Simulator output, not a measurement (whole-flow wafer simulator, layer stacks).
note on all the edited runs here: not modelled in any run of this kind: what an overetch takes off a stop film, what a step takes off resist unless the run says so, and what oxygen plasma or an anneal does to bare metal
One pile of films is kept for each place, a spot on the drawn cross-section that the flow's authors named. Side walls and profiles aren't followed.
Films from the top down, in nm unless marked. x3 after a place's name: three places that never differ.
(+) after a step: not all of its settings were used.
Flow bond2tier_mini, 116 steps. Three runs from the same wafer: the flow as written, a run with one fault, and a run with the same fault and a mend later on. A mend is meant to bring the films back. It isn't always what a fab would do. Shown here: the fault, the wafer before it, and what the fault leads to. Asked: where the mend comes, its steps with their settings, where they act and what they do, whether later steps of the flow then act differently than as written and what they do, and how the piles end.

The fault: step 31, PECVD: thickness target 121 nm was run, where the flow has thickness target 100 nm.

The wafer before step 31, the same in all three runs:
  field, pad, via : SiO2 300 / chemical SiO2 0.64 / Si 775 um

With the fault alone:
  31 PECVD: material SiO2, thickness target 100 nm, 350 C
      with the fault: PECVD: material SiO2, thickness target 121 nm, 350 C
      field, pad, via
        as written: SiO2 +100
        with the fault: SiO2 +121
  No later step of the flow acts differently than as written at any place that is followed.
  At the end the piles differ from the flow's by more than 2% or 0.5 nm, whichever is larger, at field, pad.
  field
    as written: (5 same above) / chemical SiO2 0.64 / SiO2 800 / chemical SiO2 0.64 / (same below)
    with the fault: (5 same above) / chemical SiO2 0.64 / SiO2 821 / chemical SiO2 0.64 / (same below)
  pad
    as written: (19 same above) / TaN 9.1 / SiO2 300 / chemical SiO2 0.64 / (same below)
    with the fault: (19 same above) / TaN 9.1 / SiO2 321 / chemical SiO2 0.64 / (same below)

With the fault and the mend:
  The mend comes after step 36.
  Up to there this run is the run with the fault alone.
  36a STRIP: chemistry O2, over-ash 100% (+)
      field
        KrF resist -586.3 (all of it)
  36b ETCH: chemistry CHF3/CF4-rie, etches SiO2, depth target 21 nm
      field, pad, via
        SiO2 -21
  36c COAT: KrF resist, thickness 600 nm (the flow's step 32 once more)
      field, pad, via
        KrF resist +600 (new film)
  36d SOFTBAKE: KrF resist (the flow's step 33 once more)
      changes no film at any place that is followed
  36e EXPOSE: photomask APAD, NA 0.6 (the flow's step 34 once more)
      changes no film at any place that is followed
  36f PEB: KrF resist (the flow's step 35 once more)
      changes no film at any place that is followed
  36g DEVELOP: developer TMAH-0.26N, 60 s (the flow's step 36 once more)
      pad, via
        KrF resist -600 (all of it)
      field
        KrF resist -13.7
  No later step of the flow acts differently than as written at any place that is followed.
  At the end the piles are the same as the flow's at every place that both follow.
